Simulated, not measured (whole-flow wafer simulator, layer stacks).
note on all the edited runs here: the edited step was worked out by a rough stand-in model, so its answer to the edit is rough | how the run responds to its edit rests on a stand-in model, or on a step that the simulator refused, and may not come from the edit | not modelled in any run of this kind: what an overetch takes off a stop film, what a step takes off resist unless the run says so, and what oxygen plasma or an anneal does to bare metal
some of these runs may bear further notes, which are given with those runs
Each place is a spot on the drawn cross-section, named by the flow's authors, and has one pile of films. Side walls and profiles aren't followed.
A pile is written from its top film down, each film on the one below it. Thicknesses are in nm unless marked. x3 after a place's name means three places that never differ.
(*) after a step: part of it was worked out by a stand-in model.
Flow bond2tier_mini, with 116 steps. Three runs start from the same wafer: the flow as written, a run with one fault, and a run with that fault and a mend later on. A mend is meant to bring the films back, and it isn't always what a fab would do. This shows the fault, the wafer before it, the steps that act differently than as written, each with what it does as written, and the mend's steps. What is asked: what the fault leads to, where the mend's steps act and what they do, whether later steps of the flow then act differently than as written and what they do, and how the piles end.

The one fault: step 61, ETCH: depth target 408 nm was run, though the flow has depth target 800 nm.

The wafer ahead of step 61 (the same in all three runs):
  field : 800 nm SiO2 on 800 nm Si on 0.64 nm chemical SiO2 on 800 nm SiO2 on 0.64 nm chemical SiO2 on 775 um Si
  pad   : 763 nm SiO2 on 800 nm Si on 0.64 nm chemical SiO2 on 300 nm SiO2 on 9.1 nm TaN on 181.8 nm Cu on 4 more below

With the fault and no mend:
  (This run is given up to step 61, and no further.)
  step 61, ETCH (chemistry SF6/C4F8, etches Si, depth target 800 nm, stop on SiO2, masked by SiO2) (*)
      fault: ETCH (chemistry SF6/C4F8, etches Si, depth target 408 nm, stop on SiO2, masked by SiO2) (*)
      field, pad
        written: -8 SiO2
        fault: -4.08 SiO2
  Once step 61 is done, the piles differ only a little from the flow's at the places that both follow, at most by 2% or 0.5 nm, whichever is larger.

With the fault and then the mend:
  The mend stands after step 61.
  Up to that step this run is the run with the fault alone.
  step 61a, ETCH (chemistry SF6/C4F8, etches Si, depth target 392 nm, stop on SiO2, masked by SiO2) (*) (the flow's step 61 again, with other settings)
      field, pad
        -3.92 SiO2
  Every later step of the flow that is run acts as written at every place that is followed.
  At every place that both follow, the piles at the end match the flow's.
